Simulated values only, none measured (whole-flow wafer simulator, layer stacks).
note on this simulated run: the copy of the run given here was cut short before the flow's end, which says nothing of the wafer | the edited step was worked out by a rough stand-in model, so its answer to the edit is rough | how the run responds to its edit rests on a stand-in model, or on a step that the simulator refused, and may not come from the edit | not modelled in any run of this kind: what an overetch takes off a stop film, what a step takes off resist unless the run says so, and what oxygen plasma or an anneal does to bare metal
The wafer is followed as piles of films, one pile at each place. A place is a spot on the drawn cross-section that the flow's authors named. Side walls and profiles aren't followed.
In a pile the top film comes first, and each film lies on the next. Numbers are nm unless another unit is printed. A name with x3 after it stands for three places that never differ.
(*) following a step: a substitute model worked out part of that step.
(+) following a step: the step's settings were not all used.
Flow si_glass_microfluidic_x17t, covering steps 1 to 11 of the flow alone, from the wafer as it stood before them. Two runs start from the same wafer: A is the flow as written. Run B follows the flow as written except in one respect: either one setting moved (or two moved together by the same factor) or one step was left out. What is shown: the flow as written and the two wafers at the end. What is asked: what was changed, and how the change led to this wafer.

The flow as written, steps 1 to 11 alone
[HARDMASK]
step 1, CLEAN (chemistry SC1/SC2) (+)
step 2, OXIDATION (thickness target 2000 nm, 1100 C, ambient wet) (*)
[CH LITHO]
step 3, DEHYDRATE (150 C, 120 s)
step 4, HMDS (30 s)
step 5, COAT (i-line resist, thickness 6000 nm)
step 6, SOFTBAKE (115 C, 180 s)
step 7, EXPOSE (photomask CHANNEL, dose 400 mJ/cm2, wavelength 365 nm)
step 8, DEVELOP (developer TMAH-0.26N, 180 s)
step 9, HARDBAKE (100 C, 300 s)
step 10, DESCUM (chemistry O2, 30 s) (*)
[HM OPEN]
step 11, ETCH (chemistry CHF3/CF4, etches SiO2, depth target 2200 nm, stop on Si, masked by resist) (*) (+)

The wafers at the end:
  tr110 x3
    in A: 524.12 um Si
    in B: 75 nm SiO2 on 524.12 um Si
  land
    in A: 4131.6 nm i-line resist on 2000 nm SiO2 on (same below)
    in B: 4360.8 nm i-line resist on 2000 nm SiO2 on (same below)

What caused this: step 11, ETCH: depth target 1925 nm was run, though the flow has depth target 2200 nm.

How this came from the change, step by step:
  step 11, ETCH (chemistry CHF3/CF4, etches SiO2, depth target 2200 nm, stop on Si, masked by resist) (*) (+)
      tr110 x3: A -2000 SiO2 (all of it) | B -1925 SiO2
      land: A -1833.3 i-line resist | B -1604.2 i-line resist
